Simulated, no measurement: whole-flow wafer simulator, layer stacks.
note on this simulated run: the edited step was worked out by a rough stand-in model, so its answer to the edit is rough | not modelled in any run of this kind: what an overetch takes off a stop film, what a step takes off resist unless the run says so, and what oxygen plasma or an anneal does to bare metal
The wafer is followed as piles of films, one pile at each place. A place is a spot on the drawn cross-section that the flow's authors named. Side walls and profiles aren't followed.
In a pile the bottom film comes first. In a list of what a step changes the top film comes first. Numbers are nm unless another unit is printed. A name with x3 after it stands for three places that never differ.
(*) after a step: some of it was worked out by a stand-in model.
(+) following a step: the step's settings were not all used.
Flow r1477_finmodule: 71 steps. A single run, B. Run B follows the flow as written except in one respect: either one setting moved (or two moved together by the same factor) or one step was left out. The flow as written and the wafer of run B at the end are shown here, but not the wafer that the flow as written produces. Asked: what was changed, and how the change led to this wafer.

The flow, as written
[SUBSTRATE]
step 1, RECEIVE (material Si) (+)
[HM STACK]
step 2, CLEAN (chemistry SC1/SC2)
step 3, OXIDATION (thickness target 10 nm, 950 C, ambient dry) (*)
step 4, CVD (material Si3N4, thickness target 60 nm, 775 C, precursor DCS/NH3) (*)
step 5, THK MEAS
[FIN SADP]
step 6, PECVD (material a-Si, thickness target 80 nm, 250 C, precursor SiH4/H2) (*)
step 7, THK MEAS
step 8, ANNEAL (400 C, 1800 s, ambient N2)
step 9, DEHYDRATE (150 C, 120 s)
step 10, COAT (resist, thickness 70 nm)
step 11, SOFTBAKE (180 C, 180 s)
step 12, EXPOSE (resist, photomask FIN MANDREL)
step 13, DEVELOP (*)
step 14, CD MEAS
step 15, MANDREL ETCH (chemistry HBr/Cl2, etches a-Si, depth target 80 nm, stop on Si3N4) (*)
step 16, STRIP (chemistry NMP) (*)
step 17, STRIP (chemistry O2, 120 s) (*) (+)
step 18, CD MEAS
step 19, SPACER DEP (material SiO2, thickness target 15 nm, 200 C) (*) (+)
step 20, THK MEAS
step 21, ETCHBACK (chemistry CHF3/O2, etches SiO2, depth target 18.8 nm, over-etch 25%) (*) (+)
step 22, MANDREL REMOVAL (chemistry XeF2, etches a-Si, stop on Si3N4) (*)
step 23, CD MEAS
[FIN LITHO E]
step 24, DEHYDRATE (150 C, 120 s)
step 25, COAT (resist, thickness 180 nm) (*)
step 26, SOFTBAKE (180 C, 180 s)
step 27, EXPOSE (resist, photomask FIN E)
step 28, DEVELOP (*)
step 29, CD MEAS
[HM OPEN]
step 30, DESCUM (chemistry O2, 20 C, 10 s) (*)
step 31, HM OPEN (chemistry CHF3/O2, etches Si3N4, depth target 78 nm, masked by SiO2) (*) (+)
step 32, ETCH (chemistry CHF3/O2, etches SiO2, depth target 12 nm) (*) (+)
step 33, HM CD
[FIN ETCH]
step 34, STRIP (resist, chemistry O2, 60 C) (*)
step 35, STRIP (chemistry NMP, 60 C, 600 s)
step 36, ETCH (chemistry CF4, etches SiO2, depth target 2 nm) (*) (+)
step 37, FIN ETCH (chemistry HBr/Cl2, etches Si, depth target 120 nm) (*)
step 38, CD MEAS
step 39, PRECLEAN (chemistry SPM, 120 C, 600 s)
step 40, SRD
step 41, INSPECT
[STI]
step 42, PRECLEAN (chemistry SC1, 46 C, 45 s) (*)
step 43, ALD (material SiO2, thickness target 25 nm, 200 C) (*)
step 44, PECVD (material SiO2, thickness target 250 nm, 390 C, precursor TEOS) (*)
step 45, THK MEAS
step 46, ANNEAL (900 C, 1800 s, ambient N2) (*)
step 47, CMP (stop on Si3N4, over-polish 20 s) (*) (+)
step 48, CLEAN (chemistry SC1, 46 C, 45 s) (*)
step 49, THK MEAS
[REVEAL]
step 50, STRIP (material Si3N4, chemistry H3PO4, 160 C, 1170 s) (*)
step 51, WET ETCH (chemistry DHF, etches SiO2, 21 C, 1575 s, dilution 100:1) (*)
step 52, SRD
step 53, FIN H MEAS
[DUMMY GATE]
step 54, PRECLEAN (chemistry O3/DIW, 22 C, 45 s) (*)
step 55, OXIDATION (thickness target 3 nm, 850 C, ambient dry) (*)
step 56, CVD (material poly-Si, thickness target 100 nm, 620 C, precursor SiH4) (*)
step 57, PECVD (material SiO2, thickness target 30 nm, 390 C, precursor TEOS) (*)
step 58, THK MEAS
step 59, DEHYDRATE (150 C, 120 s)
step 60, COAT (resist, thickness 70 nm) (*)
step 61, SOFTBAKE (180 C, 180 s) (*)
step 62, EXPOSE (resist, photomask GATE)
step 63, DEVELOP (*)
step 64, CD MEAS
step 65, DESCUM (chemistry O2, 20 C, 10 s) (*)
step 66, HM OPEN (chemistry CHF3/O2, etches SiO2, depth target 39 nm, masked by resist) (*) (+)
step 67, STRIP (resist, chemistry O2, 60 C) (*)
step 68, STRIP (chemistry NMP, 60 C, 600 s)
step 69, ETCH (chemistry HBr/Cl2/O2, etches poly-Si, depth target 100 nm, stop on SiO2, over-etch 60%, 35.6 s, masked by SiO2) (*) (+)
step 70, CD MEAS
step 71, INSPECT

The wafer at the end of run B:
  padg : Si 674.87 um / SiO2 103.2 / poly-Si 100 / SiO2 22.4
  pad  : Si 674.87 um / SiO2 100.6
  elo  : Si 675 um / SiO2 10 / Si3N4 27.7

Cause: step 69, ETCH: depth target 142.5 nm was run, while the flow as written has depth target 100 nm.

Step by step, how the change led to this:
  step 69, ETCH (chemistry HBr/Cl2/O2, etches poly-Si, depth target 100 nm, stop on SiO2, over-etch 60%, 35.6 s, masked by SiO2) (*) (+)
      padg, elg, esg and 15 more: SiO2 loses 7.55 (as written it would have been: SiO2 loses 5.3)
      pad, eso, e40so and 8 more: chemical SiO2 loses 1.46 (all of it), poly-Si loses 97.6 (all of it), SiO2 loses 2.67 (as written it would have been: chemical SiO2 loses 1.46 (all of it), poly-Si loses 97.6 (all of it), SiO2 loses 0.42)
      (and at 7 other places as well)
